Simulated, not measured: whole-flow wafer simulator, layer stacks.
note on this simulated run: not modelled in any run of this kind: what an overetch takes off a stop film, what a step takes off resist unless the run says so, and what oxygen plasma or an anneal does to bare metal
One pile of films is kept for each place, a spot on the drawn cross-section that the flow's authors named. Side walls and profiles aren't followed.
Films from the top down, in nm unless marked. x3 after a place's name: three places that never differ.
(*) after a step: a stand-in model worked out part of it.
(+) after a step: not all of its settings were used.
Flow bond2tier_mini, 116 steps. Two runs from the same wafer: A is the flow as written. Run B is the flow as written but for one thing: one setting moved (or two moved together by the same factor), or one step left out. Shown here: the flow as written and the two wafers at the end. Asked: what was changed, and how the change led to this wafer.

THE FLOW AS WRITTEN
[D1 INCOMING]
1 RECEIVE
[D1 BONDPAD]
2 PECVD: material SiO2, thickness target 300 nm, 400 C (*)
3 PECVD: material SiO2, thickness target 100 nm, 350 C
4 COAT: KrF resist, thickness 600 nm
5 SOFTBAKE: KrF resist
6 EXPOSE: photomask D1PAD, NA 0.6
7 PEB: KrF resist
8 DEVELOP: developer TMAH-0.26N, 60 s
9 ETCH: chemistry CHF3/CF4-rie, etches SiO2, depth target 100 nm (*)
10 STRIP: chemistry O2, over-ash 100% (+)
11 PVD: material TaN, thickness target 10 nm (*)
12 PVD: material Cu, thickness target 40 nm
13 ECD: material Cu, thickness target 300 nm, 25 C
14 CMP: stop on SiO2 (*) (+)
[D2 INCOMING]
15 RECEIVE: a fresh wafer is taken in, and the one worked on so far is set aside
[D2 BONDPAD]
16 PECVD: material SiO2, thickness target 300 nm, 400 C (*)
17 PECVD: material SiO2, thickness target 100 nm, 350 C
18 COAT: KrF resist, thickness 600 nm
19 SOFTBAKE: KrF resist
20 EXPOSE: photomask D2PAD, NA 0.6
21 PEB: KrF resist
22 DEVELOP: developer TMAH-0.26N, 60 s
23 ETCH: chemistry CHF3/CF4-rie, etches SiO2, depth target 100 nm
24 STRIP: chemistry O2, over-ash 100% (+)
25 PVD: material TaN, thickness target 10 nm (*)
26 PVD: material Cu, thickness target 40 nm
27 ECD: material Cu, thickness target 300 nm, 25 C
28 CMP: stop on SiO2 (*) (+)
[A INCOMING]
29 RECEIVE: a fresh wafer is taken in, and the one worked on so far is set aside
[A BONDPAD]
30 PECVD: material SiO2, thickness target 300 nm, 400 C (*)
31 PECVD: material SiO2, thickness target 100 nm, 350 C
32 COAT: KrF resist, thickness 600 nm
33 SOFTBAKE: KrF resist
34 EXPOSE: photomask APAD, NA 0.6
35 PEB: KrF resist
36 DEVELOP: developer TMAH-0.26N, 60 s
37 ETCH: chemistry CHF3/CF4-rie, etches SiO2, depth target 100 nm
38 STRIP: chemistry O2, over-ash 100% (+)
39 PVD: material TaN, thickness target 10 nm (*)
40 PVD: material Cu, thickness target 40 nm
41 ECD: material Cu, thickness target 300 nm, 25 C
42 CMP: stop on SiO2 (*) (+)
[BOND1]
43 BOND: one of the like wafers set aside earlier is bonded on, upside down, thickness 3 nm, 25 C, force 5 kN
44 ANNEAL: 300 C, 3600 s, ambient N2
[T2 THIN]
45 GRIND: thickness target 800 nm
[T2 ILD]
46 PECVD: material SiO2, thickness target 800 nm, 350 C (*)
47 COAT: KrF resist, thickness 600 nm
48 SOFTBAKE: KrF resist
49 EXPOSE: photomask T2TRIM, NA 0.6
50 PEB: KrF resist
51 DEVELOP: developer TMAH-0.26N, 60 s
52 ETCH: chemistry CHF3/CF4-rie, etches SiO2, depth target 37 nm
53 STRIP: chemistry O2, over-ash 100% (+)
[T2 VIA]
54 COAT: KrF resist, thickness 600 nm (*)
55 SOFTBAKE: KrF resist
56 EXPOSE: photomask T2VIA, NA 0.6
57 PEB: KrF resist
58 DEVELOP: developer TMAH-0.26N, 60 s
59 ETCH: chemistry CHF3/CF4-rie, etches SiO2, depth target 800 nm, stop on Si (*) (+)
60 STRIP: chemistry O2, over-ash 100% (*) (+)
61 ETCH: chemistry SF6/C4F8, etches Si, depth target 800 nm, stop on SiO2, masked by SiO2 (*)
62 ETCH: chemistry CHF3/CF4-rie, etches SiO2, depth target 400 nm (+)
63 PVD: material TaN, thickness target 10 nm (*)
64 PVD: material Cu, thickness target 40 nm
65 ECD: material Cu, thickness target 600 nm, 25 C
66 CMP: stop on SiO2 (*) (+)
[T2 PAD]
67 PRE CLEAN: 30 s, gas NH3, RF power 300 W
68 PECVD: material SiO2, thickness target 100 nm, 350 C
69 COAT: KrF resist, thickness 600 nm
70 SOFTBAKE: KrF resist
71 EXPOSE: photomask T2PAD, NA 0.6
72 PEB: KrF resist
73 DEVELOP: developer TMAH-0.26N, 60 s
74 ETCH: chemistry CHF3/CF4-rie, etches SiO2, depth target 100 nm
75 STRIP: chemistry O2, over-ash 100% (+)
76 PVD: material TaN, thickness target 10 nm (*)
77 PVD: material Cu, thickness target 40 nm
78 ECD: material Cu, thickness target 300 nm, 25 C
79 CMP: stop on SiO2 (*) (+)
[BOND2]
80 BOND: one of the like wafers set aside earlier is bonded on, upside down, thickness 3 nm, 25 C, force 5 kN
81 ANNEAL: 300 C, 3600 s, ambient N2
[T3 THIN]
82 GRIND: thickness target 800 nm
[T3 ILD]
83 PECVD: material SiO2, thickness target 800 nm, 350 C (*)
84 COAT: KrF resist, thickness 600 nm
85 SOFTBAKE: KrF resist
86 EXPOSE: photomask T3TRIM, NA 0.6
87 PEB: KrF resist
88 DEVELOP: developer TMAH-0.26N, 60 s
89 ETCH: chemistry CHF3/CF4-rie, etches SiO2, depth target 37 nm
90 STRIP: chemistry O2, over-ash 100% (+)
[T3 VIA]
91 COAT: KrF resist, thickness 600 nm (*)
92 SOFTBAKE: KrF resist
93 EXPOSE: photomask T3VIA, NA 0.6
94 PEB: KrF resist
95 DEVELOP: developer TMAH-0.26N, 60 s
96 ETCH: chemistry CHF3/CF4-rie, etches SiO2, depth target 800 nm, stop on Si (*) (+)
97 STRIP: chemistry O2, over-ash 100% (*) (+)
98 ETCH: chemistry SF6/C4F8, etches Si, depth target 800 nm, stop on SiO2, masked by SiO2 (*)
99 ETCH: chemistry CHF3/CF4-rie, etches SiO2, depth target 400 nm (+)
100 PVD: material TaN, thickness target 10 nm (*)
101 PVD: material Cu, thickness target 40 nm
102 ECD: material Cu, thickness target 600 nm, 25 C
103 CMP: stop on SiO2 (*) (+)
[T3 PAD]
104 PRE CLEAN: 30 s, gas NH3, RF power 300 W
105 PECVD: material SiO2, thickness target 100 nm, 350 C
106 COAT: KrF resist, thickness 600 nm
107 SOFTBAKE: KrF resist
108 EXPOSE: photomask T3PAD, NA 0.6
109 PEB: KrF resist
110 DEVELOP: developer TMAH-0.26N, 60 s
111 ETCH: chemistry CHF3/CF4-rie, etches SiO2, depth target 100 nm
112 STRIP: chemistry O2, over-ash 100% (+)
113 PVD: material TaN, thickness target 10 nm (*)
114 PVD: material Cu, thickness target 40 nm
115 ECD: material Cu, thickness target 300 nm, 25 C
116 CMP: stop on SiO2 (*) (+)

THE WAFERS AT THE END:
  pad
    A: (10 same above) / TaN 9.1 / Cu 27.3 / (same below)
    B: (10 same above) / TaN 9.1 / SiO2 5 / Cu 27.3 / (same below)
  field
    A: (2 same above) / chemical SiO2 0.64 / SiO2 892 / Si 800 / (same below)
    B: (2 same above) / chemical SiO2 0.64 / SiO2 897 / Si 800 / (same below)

The cause: step 68, PECVD: thickness target 105 nm was run, where the flow has thickness target 100 nm.

How the change led to this, step by step:
  68 PECVD: material SiO2, thickness target 100 nm, 350 C
      field: A SiO2 +100 | B SiO2 +105
      pad: A SiO2 +100 (new film) | B SiO2 +105 (new film)
  74 ETCH: chemistry CHF3/CF4-rie, etches SiO2, depth target 100 nm
      pad: A SiO2 -100 (all of it) | B SiO2 -100
Counting metal films that touch as one body, pad has 4 bodies (between them, from the top down: SiO2 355 / Si 800 / chemical SiO2 0.64 / SiO2 300; SiO2 5; SiO2 355 / Si 800 / chemical SiO2 0.64 / SiO2 300); the flow as written gives 3 bodies (between them, from the top down: SiO2 355 / Si 800 / chemical SiO2 0.64 / SiO2 300; SiO2 355 / Si 800 / chemical SiO2 0.64 / SiO2 300).
